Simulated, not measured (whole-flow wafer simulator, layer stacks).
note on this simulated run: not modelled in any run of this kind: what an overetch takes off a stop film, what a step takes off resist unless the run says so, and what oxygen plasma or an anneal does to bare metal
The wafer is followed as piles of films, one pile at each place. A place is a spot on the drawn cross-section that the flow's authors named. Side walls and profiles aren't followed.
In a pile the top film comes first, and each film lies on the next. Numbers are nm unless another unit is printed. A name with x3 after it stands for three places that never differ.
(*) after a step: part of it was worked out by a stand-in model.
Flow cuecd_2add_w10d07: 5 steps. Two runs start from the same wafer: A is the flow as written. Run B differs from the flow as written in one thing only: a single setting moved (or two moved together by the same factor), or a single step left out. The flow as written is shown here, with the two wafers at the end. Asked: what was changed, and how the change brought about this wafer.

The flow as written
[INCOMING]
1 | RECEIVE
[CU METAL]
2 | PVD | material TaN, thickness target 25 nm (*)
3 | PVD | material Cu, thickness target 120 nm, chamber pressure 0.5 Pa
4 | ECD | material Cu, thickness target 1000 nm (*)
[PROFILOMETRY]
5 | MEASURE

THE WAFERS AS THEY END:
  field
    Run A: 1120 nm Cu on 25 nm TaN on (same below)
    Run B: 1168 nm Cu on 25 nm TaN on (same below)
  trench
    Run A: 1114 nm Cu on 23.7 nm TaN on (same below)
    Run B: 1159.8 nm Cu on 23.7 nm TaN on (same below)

What caused this: step 3, PVD: thickness target 168 nm was run, while the flow as written has thickness target 120 nm.

The path from the change to this, step by step:
  3 | PVD | material Cu, thickness target 120 nm, chamber pressure 0.5 Pa
      field: A +120 Cu (new film) | B +168 Cu (new film)
      trench: A +114 Cu (new film) | B +159.8 Cu (new film)
